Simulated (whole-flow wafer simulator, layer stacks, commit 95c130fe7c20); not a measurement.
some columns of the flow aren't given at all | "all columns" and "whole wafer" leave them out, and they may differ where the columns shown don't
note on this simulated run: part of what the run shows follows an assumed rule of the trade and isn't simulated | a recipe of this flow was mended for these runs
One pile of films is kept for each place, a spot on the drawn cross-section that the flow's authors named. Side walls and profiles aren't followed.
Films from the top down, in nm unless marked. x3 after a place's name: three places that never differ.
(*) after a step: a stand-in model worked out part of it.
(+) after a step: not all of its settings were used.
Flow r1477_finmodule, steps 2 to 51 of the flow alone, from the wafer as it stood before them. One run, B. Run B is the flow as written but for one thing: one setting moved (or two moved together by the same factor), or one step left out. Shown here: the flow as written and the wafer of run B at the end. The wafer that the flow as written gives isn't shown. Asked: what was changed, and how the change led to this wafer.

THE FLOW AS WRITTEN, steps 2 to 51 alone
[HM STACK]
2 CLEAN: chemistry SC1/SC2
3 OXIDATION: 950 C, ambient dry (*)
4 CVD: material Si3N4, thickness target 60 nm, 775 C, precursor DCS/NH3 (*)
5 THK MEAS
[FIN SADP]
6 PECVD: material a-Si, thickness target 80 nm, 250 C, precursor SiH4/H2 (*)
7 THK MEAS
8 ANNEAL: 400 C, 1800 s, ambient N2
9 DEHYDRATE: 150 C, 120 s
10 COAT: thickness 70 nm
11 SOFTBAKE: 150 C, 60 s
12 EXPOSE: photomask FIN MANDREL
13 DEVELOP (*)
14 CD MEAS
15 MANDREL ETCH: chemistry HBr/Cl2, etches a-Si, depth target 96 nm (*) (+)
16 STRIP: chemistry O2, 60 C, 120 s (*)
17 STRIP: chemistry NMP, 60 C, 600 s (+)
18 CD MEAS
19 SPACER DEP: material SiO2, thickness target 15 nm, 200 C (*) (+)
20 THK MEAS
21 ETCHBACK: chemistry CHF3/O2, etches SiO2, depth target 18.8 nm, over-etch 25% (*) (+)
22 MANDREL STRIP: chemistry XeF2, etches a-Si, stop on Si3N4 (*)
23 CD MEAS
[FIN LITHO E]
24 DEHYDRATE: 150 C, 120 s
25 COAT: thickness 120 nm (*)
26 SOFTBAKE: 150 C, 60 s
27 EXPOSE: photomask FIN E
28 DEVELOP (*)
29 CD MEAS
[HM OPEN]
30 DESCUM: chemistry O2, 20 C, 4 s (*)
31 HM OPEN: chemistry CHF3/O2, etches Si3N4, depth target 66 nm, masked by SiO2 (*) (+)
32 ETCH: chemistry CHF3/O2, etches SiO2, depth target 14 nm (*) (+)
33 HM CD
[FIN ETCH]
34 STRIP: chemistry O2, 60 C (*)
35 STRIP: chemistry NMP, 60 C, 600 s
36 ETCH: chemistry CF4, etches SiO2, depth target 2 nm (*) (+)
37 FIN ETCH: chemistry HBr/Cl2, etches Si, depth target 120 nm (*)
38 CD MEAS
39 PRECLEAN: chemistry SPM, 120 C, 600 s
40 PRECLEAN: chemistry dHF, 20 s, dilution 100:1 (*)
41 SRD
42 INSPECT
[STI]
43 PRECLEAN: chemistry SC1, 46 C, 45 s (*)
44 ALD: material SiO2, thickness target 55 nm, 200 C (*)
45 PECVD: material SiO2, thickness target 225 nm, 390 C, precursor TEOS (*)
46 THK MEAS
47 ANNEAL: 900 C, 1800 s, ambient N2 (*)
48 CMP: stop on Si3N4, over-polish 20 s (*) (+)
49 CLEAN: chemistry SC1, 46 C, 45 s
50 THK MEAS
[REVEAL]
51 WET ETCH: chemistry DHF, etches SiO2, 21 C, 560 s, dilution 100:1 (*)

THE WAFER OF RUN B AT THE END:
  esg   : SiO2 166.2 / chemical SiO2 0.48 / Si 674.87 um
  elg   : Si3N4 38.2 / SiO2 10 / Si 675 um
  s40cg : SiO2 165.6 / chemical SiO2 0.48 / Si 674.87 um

The cause: step 4, CVD: thickness target 64.3 nm was run, where the flow has thickness target 60 nm.

How the change led to this, step by step:
  4 CVD: material Si3N4, thickness target 60 nm, 775 C, precursor DCS/NH3 (*)
      pad, padg, elg and 33 more: Si3N4 +64.3 (new film) (as written it would be: Si3N4 +60 (new film))
  31 HM OPEN: chemistry CHF3/O2, etches Si3N4, depth target 66 nm, masked by SiO2 (*) (+)
      pad, padg, esg and 13 more: Si3N4 -58.4 (all of it), SiO2 -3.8 (as written it would be: Si3N4 -54.1 (all of it), SiO2 -5.95)
      s40cg, s45cg, s50cg, s40co, s45co, s50co: Si3N4 -64.3 (all of it), SiO2 -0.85 (as written it would be: Si3N4 -60 (all of it), SiO2 -3)
  32 ETCH: chemistry CHF3/O2, etches SiO2, depth target 14 nm (*) (+)
      pad, padg, esg and 13 more: SiO2 -6.2 (all of it), Si -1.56 (as written it would be: SiO2 -4.05 (all of it), Si -1.99)
      s40cg, s45cg, s50cg, s40co, s45co, s50co: SiO2 -9.15 (all of it), Si -0.97 (as written it would be: SiO2 -7 (all of it), Si -1.4)
  48 CMP: stop on Si3N4, over-polish 20 s (*) (+)
      pad, padg: SiO2 -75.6 (as written it would be: SiO2 -79.4)
